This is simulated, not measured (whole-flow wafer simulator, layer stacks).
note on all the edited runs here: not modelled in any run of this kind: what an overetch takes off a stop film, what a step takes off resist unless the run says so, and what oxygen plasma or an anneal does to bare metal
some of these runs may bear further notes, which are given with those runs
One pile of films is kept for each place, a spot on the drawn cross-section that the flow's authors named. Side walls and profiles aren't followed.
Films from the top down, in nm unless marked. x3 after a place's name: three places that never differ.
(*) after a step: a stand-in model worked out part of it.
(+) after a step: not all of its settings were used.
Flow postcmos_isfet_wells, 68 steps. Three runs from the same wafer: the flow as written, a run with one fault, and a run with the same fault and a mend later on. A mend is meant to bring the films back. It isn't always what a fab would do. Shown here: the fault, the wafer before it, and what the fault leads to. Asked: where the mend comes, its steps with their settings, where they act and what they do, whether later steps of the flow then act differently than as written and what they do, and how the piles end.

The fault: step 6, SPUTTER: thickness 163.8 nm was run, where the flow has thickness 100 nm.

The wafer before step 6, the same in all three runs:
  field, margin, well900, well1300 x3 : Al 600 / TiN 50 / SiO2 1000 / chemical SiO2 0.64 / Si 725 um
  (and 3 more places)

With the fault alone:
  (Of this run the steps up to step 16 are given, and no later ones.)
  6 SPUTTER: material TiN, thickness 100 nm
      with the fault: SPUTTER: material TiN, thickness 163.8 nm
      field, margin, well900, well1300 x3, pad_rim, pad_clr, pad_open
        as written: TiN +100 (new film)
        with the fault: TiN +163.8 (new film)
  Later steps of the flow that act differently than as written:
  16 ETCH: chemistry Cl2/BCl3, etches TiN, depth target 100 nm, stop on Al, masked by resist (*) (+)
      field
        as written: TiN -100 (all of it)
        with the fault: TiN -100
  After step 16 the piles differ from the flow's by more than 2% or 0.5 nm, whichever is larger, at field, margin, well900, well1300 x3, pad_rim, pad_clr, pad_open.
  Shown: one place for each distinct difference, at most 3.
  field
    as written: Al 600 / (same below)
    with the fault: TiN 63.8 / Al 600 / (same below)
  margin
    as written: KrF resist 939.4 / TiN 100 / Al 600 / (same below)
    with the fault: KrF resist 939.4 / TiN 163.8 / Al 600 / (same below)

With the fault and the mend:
  The mend comes after step 6.
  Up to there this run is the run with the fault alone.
  6a ETCH: chemistry peroxide tin strip, depth target 188.4 nm
      field, margin, well900, well1300 x3, pad_rim, pad_clr, pad_open
        TiN -163.8 (all of it)
  6b SPUTTER: material TiN, thickness 100 nm (the flow's step 6 once more)
      field, margin, well900, well1300 x3, pad_rim, pad_clr, pad_open
        TiN +100 (new film)
  No later step of the flow acts differently than as written at any place that is followed.
  At the end the piles are the same as the flow's at every place that both follow.
